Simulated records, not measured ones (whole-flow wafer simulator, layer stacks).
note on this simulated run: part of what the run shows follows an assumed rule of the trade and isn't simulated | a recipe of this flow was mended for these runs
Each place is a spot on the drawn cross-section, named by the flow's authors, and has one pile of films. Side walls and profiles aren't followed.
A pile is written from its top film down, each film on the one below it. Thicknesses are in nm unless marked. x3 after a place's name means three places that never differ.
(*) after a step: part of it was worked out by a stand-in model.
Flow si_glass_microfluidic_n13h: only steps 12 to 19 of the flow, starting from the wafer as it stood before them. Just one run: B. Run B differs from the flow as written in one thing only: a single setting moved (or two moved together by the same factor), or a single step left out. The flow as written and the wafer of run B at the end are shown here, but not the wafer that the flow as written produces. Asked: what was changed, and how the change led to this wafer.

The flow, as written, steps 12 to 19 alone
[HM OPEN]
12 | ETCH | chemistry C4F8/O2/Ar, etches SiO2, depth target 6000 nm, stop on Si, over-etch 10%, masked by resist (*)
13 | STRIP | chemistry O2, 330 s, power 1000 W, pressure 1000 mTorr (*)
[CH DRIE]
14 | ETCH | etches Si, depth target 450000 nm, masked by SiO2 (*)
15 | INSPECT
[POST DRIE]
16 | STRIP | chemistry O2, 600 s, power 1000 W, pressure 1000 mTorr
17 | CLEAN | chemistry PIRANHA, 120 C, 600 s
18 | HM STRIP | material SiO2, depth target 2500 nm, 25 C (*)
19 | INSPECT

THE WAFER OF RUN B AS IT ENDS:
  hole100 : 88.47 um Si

The reason: step 12, ETCH: depth target 8700 nm was run, while the flow as written has depth target 6000 nm.

The path from the change to this, step by step:
  12 | ETCH | chemistry C4F8/O2/Ar, etches SiO2, depth target 6000 nm, stop on Si, over-etch 10%, masked by resist (*)
      land: -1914 thick-i-line-resist (it would be, as written: -1320 thick-i-line-resist)
      hole100: -6000 SiO2 (all of it), -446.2 Si (it would be, as written: -6000 SiO2 (all of it), -75 Si)
  13 | STRIP | chemistry O2, 330 s, power 1000 W, pressure 1000 mTorr (*)
      land: -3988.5 thick-i-line-resist (all of it) (it would be, as written: -4582.5 thick-i-line-resist (all of it))
